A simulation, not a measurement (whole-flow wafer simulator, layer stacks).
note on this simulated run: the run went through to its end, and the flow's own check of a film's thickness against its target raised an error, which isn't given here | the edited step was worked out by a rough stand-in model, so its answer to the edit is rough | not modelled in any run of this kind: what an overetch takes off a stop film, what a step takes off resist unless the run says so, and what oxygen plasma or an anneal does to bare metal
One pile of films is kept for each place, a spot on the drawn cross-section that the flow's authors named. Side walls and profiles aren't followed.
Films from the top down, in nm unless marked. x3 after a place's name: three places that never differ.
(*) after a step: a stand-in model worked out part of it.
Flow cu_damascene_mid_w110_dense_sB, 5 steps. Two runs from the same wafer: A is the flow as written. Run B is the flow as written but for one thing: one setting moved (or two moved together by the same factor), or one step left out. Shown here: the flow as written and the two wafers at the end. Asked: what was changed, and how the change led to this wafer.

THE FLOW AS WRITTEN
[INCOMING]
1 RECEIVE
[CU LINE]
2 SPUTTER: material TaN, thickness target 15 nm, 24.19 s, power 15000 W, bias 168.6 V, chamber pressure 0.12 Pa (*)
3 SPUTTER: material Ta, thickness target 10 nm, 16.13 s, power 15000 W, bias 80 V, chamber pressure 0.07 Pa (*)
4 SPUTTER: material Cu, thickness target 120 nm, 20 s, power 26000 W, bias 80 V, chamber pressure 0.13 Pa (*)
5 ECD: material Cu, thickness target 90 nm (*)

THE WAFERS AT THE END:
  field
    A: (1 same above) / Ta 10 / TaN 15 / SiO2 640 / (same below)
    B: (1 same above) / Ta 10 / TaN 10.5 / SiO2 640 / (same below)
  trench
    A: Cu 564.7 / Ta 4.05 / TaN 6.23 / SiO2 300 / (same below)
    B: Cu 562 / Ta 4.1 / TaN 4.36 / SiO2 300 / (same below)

The cause: step 2, SPUTTER: thickness target 10.5 nm was run, where the flow has thickness target 15 nm.
It can be read off the wafer: field has TaN 10.5, and step 2 as written asks for 15 nm.

How the change led to this, step by step:
  2 SPUTTER: material TaN, thickness target 15 nm, 24.19 s, power 15000 W, bias 168.6 V, chamber pressure 0.12 Pa (*)
      field: A TaN +15 (new film) | B TaN +10.5 (new film)
      trench: A TaN +6.23 (new film) | B TaN +4.36 (new film)
